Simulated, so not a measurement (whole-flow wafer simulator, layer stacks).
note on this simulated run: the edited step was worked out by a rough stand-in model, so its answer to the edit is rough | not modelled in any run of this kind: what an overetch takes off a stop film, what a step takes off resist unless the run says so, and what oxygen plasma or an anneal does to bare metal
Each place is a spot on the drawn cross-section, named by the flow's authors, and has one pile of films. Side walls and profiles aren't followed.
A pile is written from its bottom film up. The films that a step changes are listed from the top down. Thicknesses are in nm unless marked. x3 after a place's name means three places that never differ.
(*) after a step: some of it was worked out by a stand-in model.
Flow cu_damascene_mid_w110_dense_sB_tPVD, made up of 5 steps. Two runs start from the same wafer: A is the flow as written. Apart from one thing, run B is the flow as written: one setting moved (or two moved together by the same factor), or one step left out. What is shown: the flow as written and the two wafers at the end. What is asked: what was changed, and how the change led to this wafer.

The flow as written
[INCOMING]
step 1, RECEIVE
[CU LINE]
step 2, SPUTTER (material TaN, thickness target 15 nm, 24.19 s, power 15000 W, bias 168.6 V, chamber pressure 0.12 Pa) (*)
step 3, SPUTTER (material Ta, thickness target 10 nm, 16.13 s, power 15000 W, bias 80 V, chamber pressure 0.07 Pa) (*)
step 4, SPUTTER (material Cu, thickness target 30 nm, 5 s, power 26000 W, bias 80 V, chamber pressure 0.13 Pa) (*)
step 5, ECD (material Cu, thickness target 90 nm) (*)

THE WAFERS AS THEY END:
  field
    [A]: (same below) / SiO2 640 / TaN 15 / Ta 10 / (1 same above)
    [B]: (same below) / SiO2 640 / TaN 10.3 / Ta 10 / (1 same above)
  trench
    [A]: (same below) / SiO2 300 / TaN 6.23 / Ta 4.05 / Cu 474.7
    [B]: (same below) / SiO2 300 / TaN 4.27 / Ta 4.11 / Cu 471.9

The reason: step 2, SPUTTER: power 10280 W was run, though the flow has power 15000 W.

How this came from the change, step by step:
  step 2, SPUTTER (material TaN, thickness target 15 nm, 24.19 s, power 15000 W, bias 168.6 V, chamber pressure 0.12 Pa) (*)
      field: A +15 TaN (new film) | B +10.3 TaN (new film)
      trench: A +6.23 TaN (new film) | B +4.27 TaN (new film)
